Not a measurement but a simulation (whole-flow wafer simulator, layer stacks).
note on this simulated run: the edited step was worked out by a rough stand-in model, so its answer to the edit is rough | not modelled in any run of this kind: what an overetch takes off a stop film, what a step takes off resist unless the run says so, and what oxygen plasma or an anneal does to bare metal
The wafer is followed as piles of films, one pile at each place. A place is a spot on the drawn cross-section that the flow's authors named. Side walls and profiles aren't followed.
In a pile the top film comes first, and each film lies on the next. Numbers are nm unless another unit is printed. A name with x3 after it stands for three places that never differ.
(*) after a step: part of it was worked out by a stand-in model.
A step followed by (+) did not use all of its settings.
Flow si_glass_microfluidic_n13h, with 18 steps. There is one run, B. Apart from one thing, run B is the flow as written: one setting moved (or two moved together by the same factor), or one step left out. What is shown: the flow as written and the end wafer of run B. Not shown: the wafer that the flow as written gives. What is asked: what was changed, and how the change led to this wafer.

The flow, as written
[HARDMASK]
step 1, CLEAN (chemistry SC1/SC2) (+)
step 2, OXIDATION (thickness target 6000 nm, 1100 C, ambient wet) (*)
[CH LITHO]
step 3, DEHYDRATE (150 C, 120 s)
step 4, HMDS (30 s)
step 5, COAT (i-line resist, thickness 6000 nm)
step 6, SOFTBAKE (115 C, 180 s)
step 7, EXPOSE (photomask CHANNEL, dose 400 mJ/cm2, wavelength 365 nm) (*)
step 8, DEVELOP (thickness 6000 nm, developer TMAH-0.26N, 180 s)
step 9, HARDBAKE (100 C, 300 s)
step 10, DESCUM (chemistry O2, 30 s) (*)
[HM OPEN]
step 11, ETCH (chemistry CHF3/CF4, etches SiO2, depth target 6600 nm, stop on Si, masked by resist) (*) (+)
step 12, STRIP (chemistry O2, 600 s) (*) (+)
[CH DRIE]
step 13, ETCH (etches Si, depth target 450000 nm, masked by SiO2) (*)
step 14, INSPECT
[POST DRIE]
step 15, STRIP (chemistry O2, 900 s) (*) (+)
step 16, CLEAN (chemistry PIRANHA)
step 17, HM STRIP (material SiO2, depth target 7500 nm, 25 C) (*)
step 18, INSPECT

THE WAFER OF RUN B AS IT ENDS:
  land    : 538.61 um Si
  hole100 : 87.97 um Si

What caused this: step 2, OXIDATION: thickness target 3150 nm was run, while the flow as written has thickness target 6000 nm.

Step by step, how the change led to this:
  step 2, OXIDATION (thickness target 6000 nm, 1100 C, ambient wet) (*)
      land, hole100: +3150 SiO2 (new film), -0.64 chemical SiO2 (all of it), -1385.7 Si (in the flow as written it would be: +6000 SiO2 (new film), -0.64 chemical SiO2 (all of it), -2639.7 Si)
  step 11, ETCH (chemistry CHF3/CF4, etches SiO2, depth target 6600 nm, stop on Si, masked by resist) (*) (+)
      land: -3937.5 i-line resist (in the flow as written it would be: -5500 i-line resist)
      hole100: -3150 SiO2 (all of it) (in the flow as written it would be: -6000 SiO2 (all of it))
  step 12, STRIP (chemistry O2, 600 s) (*) (+)
      land: -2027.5 i-line resist (all of it) (in the flow as written it would be: -465 i-line resist (all of it))
  step 17, HM STRIP (material SiO2, depth target 7500 nm, 25 C) (*)
      land: -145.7 SiO2 (all of it) (in the flow as written it would be: -2995.7 SiO2 (all of it))
